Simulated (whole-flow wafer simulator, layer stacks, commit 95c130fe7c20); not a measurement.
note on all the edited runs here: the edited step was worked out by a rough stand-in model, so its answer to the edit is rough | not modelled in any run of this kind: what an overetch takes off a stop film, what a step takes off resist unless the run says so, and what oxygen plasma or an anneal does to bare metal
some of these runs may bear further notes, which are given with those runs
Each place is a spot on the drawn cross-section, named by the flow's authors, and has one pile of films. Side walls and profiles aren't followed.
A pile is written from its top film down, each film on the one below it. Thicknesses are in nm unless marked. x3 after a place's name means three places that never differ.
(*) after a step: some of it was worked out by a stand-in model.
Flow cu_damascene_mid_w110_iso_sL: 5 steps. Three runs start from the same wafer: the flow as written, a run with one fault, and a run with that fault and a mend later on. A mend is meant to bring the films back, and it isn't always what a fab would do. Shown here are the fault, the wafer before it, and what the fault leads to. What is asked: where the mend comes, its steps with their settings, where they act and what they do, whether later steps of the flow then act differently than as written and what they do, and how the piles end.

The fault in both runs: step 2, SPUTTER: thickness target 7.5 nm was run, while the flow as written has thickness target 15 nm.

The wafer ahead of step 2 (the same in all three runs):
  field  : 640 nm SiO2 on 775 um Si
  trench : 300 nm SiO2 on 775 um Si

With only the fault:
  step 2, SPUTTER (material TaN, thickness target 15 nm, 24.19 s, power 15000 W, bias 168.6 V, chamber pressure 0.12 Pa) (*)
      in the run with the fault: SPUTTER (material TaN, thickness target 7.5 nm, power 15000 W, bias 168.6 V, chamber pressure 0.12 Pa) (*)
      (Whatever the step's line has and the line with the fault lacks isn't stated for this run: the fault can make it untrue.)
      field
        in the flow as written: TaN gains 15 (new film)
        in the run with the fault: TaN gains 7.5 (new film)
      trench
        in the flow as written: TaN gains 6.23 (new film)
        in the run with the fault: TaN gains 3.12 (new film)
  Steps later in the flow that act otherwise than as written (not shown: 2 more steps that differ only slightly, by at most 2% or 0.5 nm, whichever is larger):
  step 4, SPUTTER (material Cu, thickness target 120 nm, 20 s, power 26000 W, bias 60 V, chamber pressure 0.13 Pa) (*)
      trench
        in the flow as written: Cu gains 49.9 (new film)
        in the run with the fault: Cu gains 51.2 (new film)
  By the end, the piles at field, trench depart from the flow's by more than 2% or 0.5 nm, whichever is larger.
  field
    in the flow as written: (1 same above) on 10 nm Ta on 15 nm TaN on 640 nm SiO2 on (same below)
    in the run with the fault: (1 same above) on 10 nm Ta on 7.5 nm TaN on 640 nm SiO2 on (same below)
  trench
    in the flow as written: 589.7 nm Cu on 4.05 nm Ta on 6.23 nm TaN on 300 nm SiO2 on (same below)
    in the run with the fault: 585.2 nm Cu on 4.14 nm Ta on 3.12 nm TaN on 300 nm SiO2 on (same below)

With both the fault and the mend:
  The mend follows step 2.
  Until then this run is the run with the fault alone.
  step 2a, SPUTTER (material TaN, thickness target 7.5 nm, power 15000 W, bias 168.6 V, chamber pressure 0.12 Pa) (*) (the flow's step 2 again, with other settings)
      field
        TaN gains 7.5
      trench
        TaN gains 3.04
  Later steps of the flow that are run all act as written at every place that is followed, up to a difference of at most 2% or 0.5 nm, whichever is larger.
  The piles end only slightly different from the flow's at the places that both follow, by no more than 2% or 0.5 nm, whichever is larger.
